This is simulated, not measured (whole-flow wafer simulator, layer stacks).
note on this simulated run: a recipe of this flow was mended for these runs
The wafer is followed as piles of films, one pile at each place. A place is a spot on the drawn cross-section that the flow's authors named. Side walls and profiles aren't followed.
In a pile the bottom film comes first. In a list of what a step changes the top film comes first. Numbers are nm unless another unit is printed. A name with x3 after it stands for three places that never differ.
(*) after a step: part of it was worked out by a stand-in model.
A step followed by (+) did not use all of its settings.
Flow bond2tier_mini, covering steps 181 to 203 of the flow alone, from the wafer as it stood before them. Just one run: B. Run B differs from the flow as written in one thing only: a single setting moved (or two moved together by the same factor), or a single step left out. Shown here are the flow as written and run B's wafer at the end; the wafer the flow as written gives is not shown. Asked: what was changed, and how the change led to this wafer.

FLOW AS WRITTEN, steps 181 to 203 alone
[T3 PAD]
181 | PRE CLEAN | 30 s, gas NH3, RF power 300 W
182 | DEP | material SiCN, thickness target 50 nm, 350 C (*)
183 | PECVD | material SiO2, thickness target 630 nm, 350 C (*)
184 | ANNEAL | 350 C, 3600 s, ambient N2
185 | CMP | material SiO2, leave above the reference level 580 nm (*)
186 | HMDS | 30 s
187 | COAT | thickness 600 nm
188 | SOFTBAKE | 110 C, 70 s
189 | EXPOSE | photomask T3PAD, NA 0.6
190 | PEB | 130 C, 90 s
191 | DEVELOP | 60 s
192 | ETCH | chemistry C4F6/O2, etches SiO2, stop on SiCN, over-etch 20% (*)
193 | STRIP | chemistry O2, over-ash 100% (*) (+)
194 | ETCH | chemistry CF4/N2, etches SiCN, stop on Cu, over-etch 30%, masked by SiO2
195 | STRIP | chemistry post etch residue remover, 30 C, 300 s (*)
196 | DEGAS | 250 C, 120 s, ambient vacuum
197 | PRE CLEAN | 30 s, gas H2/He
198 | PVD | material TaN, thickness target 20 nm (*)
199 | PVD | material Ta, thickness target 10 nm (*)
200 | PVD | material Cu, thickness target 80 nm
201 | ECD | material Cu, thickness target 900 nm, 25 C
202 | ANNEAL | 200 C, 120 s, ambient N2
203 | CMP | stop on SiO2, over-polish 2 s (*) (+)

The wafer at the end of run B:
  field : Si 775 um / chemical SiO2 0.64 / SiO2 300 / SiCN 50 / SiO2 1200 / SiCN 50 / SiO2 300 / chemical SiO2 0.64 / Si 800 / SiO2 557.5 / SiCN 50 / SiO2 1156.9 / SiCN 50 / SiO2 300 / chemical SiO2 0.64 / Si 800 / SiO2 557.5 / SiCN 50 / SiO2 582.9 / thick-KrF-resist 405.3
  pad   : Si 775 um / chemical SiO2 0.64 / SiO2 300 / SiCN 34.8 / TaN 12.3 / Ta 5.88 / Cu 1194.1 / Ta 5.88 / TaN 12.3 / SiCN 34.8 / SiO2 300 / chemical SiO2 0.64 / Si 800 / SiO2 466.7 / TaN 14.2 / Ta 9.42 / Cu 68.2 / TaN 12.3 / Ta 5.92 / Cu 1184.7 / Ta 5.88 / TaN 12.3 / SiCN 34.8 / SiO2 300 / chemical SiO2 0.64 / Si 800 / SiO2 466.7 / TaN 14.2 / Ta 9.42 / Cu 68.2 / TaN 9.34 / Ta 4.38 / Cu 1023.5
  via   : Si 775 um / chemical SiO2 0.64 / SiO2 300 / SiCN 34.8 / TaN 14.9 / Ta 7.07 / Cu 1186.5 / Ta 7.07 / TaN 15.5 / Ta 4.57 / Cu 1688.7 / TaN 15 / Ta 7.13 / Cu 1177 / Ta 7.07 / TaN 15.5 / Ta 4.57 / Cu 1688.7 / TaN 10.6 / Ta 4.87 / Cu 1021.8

The reason: step 193, STRIP: chemistry O2, over-ash 100% (*) (+), was not run.

How this came from the change, step by step:
  194 | ETCH | chemistry CF4/N2, etches SiCN, stop on Cu, over-etch 30%, masked by SiO2
      field: thick-KrF-resist loses 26 (as written it would have been: SiO2 loses 26)
  198 | PVD | material TaN, thickness target 20 nm (*)
      pad: TaN gains 9.34 (new film) (as written it would have been: TaN gains 12.3 (new film))
      via: TaN gains 10.6 (new film) (as written it would have been: TaN gains 15 (new film))
  199 | PVD | material Ta, thickness target 10 nm (*)
      pad: Ta gains 4.38 (new film) (as written it would have been: Ta gains 5.92 (new film))
      via: Ta gains 4.87 (new film) (as written it would have been: Ta gains 7.13 (new film))
  200 | PVD | material Cu, thickness target 80 nm
      pad: Cu gains 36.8 (new film) (as written it would have been: Cu gains 48.7 (new film))
      via: Cu gains 41.7 (new film) (as written it would have been: Cu gains 59.4 (new film))
  201 | ECD | material Cu, thickness target 900 nm, 25 C
      pad: Cu gains 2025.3 (as written it would have been: Cu gains 1549)
      via: Cu gains 2018.7 (as written it would have been: Cu gains 1534.4)
  203 | CMP | stop on SiO2, over-polish 2 s (*) (+)
      field: Cu loses 980 (all of it), Ta loses 10 (all of it), TaN loses 20 (all of it), thick-KrF-resist loses 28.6 (as written it would have been: Cu loses 980 (all of it), Ta loses 10 (all of it), TaN loses 20 (all of it))
      pad, via: Cu loses 1038.6 (as written it would have been: Cu loses 1013.3)
